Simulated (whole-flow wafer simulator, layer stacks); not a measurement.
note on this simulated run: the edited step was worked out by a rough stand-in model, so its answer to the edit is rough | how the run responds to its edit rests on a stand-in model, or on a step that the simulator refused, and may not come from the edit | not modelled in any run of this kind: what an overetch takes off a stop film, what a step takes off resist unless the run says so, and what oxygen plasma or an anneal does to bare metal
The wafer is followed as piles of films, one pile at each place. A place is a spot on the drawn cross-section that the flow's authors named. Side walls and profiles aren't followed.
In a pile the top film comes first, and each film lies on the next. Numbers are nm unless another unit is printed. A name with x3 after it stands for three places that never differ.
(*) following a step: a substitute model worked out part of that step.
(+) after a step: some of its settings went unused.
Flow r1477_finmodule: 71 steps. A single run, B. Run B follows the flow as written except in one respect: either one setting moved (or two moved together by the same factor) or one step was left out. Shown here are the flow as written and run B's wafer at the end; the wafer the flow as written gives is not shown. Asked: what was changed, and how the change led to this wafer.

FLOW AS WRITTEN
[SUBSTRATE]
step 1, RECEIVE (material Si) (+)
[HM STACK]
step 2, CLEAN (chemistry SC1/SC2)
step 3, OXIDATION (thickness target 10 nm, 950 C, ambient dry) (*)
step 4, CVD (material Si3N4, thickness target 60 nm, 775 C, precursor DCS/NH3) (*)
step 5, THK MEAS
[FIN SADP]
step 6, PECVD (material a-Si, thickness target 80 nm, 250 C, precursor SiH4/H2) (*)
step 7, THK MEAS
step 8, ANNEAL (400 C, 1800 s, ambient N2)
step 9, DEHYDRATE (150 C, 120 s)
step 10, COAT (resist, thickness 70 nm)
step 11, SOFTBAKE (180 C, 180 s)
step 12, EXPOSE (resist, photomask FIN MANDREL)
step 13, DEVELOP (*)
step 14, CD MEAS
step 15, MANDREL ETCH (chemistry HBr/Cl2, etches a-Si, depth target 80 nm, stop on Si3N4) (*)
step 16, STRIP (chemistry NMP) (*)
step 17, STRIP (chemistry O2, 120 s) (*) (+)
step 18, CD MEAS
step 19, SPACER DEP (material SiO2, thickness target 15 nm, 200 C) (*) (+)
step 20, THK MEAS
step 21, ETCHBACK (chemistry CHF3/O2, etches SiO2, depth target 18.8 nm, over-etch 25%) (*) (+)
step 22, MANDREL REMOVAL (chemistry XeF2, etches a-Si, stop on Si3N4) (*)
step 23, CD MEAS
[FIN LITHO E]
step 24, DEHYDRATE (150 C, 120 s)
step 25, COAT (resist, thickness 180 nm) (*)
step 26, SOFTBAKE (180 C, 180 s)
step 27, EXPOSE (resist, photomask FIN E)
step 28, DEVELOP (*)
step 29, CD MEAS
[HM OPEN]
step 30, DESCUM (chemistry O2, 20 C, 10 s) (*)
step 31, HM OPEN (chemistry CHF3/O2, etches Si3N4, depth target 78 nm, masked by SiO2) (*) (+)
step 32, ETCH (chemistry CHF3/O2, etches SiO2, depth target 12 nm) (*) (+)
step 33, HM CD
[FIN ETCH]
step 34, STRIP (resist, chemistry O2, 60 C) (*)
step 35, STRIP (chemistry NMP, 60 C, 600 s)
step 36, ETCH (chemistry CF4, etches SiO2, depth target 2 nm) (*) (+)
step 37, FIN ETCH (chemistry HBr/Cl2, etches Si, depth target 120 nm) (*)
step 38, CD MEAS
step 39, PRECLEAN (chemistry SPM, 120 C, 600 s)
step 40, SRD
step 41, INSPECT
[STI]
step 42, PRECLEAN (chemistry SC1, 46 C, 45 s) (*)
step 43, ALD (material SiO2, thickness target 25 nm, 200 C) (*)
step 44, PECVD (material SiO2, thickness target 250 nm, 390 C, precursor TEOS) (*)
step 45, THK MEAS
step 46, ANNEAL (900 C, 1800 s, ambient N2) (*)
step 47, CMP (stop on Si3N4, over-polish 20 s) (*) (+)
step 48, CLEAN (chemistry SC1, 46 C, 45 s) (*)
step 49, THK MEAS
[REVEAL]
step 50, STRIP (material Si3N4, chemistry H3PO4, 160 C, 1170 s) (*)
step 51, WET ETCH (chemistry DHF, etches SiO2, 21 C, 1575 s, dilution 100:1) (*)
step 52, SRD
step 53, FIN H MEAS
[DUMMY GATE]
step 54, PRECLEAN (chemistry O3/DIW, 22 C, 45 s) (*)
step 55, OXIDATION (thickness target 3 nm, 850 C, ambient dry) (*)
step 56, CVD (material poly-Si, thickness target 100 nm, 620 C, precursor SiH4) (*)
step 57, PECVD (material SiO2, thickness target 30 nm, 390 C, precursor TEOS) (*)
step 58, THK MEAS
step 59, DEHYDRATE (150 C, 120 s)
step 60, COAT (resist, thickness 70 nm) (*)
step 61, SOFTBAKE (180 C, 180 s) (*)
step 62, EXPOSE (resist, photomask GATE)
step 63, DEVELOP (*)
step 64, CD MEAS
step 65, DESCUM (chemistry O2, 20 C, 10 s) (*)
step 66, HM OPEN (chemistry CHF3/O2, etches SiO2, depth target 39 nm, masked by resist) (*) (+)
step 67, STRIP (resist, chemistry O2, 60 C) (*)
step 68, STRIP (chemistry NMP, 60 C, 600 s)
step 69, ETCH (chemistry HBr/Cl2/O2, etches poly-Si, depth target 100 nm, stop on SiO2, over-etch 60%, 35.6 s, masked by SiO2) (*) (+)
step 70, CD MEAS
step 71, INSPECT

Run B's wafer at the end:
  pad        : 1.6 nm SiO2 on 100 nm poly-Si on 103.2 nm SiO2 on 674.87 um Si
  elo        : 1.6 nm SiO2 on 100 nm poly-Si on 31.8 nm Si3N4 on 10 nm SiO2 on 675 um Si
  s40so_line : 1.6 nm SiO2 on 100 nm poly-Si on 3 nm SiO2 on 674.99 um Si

What caused this: step 57, PECVD: thickness target 45.9 nm was run, whereas the flow has thickness target 30 nm.

The path from the change to this, step by step:
  step 57, PECVD (material SiO2, thickness target 30 nm, 390 C, precursor TEOS) (*)
      pad, padg, elg and 33 more: SiO2 gains 45.9 (new film) (in the flow as written it would be: SiO2 gains 30 (new film))
  step 66, HM OPEN (chemistry CHF3/O2, etches SiO2, depth target 39 nm, masked by resist) (*) (+)
      pad, elo, eso and 15 more: SiO2 loses 39 (in the flow as written it would be: SiO2 loses 30 (all of it), poly-Si loses 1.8)
  step 67, STRIP (resist, chemistry O2, 60 C) (*)
      pad, elo, eso and 15 more: nothing (in the flow as written it would be: chemical SiO2 gains 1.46 (new film), poly-Si loses 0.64)
  step 69, ETCH (chemistry HBr/Cl2/O2, etches poly-Si, depth target 100 nm, stop on SiO2, over-etch 60%, 35.6 s, masked by SiO2) (*) (+)
      pad, eso, e40so and 8 more: SiO2 loses 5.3 (in the flow as written it would be: chemical SiO2 loses 1.46 (all of it), poly-Si loses 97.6 (all of it), SiO2 loses 0.42)
      elo, e40lo, e100lo, e200lo: SiO2 loses 5.3 (in the flow as written it would be: chemical SiO2 loses 1.46 (all of it), poly-Si loses 97.6 (all of it), Si3N4 loses 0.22)
      (as well as at 3 more places)
